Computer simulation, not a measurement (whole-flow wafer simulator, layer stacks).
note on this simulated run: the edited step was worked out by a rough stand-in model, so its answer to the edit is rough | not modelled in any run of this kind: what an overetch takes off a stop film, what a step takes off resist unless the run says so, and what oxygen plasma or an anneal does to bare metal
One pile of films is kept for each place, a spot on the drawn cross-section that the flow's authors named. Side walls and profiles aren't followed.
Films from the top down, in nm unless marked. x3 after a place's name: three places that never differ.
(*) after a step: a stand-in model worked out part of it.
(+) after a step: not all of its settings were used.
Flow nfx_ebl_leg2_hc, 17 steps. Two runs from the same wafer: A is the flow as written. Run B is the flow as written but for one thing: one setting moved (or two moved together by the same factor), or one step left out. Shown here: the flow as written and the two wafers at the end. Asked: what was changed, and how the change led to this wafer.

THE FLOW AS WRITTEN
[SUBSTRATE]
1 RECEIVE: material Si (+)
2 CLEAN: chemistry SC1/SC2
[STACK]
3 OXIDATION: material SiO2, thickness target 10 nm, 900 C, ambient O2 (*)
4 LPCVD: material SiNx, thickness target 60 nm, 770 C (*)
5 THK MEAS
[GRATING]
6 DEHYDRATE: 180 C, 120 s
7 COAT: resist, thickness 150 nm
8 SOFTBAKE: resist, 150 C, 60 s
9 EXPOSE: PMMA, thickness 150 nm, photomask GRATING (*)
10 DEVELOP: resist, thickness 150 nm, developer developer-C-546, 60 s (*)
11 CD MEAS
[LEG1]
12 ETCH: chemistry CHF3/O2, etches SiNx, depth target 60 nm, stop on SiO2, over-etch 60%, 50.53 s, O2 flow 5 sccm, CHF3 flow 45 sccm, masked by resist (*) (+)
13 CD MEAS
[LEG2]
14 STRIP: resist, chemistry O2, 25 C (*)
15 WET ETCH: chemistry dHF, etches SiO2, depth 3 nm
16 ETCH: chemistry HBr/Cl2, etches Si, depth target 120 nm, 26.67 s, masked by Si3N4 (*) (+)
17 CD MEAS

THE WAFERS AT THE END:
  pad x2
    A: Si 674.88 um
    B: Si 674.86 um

The cause: step 16, ETCH: depth target 132 nm was run, where the flow has depth target 120 nm.

How the change led to this, step by step:
  16 ETCH: chemistry HBr/Cl2, etches Si, depth target 120 nm, 26.67 s, masked by Si3N4 (*) (+)
      pad x2: A Si -120 | B Si -132
